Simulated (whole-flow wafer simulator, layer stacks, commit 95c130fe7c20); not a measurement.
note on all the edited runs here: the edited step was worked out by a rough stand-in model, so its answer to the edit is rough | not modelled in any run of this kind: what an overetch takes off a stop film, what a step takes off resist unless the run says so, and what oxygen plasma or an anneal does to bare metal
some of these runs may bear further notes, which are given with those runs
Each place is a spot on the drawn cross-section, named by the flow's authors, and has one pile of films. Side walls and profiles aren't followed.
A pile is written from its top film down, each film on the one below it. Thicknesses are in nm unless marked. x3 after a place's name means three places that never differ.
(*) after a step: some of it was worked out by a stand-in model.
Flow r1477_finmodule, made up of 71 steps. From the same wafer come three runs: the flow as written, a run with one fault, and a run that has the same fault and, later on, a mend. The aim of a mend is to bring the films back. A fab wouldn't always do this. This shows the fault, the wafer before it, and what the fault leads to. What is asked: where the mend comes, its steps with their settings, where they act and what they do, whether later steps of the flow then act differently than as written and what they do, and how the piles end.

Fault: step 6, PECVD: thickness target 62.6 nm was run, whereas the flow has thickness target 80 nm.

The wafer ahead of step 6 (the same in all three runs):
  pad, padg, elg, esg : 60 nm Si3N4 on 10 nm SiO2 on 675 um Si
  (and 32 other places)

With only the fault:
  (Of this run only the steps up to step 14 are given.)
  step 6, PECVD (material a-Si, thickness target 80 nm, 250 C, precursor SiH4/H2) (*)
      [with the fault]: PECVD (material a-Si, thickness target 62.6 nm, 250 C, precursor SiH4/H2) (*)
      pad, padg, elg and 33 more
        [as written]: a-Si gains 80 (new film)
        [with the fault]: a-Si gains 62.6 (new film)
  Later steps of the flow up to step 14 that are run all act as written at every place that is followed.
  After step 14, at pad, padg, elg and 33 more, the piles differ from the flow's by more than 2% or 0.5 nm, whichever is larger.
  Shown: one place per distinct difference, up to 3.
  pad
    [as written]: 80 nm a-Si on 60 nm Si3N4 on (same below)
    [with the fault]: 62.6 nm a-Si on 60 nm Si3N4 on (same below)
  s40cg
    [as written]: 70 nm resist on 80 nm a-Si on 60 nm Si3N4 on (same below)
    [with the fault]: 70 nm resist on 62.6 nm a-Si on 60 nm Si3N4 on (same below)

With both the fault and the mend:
  The mend follows step 7.
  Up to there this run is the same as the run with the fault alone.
  step 7a, PECVD (material a-Si, thickness target 17.4 nm, 250 C, precursor SiH4/H2) (*) (a further turn of the flow's step 6, with different settings)
      pad, padg, elg and 33 more
        a-Si gains 17.4
  Later steps of the flow that are run all act as written at every place that is followed.
  At every place that both follow, the piles at the end match the flow's.
